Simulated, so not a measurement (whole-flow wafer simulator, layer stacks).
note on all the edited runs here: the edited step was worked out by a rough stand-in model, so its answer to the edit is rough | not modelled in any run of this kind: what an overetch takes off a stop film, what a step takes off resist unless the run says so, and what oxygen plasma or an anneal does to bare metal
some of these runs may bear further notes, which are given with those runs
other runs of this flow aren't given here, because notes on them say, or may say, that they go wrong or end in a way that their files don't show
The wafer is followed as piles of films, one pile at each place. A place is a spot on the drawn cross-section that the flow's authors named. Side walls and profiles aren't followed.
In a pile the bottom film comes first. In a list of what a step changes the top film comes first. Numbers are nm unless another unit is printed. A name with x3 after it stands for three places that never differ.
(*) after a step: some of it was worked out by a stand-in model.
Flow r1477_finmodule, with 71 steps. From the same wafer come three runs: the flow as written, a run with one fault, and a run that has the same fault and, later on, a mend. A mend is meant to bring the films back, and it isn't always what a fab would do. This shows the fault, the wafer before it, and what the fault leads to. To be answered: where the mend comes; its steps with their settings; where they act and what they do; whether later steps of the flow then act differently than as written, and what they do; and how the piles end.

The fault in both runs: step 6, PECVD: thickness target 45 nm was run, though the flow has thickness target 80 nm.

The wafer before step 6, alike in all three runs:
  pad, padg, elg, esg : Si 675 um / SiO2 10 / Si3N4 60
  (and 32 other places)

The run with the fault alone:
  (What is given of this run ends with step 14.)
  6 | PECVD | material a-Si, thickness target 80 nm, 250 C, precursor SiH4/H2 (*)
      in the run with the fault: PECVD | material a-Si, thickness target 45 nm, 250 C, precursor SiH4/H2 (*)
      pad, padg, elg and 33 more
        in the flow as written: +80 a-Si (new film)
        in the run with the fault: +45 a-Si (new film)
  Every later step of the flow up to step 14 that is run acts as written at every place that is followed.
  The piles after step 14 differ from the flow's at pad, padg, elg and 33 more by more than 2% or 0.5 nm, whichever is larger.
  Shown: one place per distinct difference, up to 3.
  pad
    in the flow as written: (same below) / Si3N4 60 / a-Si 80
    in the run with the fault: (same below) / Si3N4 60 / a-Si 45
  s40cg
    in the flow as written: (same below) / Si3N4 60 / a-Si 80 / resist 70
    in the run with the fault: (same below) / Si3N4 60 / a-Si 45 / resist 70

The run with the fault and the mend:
  After step 7 comes the mend.
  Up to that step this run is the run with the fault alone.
  7a | PECVD | material a-Si, thickness target 35 nm, 250 C, precursor SiH4/H2 (*) (the flow's step 6, run once more with other settings)
      pad, padg, elg and 33 more
        +35 a-Si
  Every later step of the flow that is run acts as written at every place that is followed.
  The piles end the same as the flow's at every place that both follow.
